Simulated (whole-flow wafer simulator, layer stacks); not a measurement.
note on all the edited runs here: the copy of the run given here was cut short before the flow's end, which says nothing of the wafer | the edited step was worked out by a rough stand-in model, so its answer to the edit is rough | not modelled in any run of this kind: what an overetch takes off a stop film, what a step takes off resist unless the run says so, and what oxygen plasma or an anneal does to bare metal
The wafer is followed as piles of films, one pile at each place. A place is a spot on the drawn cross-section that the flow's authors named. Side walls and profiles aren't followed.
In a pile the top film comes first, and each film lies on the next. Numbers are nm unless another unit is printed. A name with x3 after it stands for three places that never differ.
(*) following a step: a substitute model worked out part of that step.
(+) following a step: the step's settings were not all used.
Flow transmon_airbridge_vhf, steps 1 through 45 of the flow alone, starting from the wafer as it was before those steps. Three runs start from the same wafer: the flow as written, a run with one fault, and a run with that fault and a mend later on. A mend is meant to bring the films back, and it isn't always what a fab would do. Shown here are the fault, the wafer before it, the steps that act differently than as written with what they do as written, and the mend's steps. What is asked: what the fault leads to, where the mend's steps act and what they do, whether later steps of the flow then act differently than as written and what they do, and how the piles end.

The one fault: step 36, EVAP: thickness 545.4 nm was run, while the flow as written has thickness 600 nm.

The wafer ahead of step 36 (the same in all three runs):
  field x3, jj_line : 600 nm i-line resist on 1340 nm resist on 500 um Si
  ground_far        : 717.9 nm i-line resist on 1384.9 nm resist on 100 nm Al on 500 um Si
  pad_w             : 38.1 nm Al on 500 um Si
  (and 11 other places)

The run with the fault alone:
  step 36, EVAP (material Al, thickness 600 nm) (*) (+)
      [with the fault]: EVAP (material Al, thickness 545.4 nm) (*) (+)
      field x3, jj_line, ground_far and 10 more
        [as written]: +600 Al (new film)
        [with the fault]: +545.4 Al (new film)
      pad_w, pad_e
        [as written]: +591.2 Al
        [with the fault]: +537.4 Al
  Later steps of the flow acting differently than as written (2 other steps are not shown; they differ only slightly, by no more than 2% or 0.5 nm, whichever is larger):
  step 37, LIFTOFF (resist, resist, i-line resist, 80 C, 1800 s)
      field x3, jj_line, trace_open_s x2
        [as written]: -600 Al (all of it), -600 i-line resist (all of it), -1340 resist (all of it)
        [with the fault]: -545.4 Al (all of it), -600 i-line resist (all of it), -1340 resist (all of it)
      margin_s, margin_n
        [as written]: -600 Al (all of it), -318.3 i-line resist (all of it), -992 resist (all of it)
        [with the fault]: -545.4 Al (all of it), -318.3 i-line resist (all of it), -992 resist (all of it)
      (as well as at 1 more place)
  The piles end different from the flow's at pad_w, flank_w, gap_w, cpw_trace, gap_e, flank_e, pad_e, bridge_strip by more than 2% or 0.5 nm, whichever is larger.
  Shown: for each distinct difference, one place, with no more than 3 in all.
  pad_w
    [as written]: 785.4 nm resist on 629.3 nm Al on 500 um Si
    [with the fault]: 791.7 nm resist on 575.5 nm Al on 500 um Si
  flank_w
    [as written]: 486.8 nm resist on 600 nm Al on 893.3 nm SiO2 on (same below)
    [with the fault]: 489.9 nm resist on 545.4 nm Al on 893.3 nm SiO2 on (same below)
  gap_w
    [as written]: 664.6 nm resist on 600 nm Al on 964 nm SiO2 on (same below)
    [with the fault]: 668.7 nm resist on 545.4 nm Al on 964 nm SiO2 on (same below)

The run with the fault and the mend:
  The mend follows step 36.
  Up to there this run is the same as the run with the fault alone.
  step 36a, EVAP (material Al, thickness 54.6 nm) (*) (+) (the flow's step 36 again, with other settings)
      field x3, jj_line, ground_far and 10 more
        +54.6 Al
      pad_w, pad_e
        +53.8 Al
  Later steps of the flow that are run all act as written at every place that is followed, up to a difference of at most 2% or 0.5 nm, whichever is larger.
  When the end is reached, the piles differ only a little from the flow's at the places that both follow, at most by 2% or 0.5 nm, whichever is larger.
